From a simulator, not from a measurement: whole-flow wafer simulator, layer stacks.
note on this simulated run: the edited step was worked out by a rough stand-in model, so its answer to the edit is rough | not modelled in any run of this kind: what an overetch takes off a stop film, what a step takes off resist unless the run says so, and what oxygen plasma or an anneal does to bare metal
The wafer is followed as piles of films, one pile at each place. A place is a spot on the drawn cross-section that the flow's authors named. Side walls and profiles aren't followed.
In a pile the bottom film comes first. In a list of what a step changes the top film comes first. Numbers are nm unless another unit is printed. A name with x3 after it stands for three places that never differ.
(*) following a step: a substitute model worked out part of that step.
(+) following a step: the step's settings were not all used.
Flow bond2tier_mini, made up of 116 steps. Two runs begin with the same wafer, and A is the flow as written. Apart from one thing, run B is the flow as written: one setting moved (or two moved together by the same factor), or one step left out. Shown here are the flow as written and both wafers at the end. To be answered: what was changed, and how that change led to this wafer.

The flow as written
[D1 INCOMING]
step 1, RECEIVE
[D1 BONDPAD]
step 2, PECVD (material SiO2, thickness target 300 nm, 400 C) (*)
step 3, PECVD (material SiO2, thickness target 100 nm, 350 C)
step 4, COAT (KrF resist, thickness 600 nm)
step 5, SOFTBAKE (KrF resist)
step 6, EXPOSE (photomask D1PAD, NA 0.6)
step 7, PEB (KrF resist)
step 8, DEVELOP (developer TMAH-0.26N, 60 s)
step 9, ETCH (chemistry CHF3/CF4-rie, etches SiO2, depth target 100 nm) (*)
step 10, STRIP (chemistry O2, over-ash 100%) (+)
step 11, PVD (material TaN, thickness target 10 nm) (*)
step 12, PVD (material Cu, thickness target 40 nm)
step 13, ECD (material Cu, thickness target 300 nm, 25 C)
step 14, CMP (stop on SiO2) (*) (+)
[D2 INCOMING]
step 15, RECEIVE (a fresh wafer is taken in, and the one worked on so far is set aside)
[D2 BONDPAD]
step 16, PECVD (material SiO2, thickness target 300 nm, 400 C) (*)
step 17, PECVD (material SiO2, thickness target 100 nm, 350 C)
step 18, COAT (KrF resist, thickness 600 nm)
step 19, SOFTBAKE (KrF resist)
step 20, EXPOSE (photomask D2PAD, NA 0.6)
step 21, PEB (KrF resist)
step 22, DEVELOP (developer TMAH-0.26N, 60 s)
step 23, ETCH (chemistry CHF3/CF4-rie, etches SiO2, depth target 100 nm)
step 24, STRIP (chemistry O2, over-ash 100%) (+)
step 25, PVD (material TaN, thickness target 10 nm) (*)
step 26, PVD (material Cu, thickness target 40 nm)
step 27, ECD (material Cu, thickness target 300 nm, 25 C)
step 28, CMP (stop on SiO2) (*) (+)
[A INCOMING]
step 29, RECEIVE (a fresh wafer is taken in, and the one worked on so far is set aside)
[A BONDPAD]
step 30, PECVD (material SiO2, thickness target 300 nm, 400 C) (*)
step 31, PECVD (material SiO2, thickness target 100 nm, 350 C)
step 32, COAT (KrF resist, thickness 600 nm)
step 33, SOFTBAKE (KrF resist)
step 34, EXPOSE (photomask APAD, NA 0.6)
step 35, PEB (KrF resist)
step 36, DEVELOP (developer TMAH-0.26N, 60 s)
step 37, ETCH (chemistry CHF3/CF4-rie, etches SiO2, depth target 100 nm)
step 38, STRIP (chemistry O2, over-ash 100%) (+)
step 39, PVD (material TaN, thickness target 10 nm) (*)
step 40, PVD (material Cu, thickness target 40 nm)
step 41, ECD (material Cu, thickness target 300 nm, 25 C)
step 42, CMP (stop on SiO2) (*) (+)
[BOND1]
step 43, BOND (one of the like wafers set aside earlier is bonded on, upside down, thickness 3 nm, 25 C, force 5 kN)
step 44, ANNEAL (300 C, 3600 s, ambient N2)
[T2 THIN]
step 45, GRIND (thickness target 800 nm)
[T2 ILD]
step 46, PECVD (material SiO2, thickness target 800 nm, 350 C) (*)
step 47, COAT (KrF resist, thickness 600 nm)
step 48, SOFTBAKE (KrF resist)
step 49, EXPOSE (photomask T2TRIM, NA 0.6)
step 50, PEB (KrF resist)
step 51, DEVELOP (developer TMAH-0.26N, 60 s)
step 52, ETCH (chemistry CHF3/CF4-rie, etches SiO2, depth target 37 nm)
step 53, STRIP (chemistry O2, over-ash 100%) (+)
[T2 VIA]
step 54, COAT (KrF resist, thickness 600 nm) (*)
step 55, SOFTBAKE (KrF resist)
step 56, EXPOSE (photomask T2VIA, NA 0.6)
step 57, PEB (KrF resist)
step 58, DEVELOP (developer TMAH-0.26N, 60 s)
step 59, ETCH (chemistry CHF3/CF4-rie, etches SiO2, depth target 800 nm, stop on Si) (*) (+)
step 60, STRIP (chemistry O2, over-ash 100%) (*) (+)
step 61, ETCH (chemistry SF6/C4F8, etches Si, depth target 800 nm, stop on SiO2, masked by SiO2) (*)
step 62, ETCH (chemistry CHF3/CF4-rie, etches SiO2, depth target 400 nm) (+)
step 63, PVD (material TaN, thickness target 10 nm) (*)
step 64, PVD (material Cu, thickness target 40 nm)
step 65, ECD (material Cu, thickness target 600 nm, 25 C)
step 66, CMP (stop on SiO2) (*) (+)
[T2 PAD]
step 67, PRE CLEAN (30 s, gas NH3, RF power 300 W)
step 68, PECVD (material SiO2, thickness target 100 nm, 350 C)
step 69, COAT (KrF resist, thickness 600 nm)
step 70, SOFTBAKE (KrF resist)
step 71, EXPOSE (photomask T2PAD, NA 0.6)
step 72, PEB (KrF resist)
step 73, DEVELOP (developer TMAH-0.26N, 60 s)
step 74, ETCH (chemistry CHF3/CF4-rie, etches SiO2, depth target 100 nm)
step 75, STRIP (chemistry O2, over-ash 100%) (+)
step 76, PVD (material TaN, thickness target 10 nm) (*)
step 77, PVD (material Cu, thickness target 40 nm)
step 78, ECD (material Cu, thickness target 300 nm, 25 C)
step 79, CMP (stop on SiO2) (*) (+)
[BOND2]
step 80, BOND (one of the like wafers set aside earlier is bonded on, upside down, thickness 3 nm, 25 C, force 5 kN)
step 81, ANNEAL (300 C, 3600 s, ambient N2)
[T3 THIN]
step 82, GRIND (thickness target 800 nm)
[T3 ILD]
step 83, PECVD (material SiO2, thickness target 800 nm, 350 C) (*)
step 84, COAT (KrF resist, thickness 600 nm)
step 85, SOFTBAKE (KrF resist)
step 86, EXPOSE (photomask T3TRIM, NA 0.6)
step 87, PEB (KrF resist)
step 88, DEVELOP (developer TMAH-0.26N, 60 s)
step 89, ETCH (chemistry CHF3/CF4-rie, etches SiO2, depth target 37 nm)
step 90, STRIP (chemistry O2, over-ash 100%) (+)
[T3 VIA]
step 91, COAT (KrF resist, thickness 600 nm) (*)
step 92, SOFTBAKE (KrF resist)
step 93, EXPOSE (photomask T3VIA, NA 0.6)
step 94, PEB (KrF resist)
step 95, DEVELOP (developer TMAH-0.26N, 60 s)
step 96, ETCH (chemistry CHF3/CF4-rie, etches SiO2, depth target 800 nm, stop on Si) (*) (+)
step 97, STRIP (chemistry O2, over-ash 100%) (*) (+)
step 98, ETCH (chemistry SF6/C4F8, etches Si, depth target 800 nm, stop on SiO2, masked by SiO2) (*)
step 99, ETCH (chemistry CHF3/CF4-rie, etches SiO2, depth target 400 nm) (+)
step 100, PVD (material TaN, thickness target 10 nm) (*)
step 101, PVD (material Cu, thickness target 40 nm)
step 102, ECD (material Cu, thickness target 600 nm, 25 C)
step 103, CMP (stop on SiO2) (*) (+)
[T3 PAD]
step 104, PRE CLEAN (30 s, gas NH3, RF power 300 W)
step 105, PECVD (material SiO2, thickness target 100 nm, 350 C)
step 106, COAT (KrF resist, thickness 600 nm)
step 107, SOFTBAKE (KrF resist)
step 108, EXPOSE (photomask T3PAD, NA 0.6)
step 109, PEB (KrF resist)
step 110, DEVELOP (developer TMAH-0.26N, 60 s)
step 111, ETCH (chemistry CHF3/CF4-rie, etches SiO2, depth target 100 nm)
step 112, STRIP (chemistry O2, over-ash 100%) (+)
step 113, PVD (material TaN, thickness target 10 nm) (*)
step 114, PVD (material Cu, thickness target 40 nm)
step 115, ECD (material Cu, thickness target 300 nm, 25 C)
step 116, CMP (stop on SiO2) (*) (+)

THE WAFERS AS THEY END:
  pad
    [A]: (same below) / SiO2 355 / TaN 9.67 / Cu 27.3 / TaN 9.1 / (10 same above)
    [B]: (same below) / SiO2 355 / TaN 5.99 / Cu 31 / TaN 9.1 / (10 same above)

Cause: step 63, PVD: thickness target 6.2 nm was run, though the flow has thickness target 10 nm.

How this came from the change, step by step:
  step 63, PVD (material TaN, thickness target 10 nm) (*)
      field: A TaN gains 10 (new film) | B TaN gains 6.2 (new film)
      pad: A TaN gains 9.67 (new film) | B TaN gains 5.99 (new film)
  step 66, CMP (stop on SiO2) (*) (+)
      field: A Cu loses 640 (all of it), TaN loses 10 (all of it) | B Cu loses 640 (all of it), TaN loses 6.2 (all of it)
